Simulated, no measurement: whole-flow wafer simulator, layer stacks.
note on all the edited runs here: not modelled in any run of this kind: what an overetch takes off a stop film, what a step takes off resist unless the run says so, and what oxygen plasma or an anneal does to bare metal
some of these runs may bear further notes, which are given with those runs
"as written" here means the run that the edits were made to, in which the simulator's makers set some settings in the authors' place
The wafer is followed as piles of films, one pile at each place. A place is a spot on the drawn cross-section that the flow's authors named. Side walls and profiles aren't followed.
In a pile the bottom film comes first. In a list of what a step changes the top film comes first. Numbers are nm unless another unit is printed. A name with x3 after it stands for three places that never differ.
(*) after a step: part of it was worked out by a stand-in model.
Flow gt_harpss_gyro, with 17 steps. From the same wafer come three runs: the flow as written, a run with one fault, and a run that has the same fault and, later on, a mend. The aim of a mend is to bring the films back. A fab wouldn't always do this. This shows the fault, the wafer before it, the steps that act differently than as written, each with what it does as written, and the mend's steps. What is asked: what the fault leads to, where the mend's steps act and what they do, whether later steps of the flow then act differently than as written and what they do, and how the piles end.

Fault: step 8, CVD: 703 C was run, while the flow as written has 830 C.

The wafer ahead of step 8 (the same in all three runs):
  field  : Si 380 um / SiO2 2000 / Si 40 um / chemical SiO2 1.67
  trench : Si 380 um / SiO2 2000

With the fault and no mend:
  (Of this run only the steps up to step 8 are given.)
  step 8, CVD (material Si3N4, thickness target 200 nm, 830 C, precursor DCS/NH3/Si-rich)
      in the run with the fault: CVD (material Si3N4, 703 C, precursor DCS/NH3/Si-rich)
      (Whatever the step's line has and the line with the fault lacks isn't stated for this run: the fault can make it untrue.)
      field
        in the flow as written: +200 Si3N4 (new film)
        in the run with the fault: +28.9 Si3N4 (new film)
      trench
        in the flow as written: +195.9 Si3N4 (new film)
        in the run with the fault: +28.9 Si3N4 (new film)
  Once step 8 is done, the piles at field, trench depart from the flow's by more than 2% or 0.5 nm, whichever is larger.
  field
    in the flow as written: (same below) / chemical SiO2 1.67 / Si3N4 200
    in the run with the fault: (same below) / chemical SiO2 1.67 / Si3N4 28.9
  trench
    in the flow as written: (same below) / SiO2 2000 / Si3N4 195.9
    in the run with the fault: (same below) / SiO2 2000 / Si3N4 28.9

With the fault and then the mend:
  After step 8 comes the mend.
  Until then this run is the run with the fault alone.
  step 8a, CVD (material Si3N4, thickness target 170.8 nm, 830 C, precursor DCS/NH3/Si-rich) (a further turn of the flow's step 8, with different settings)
      field
        +170.8 Si3N4
      trench
        +167.2 Si3N4
  Later steps of the flow acting differently than as written:
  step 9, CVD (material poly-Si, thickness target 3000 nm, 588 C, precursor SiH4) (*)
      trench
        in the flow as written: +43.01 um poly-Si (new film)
        in the run with the mend: +43 um poly-Si (new film)
  At the end the piles are close to the flow's at the places that both follow, differing by at most 2% or 0.5 nm, whichever is larger.
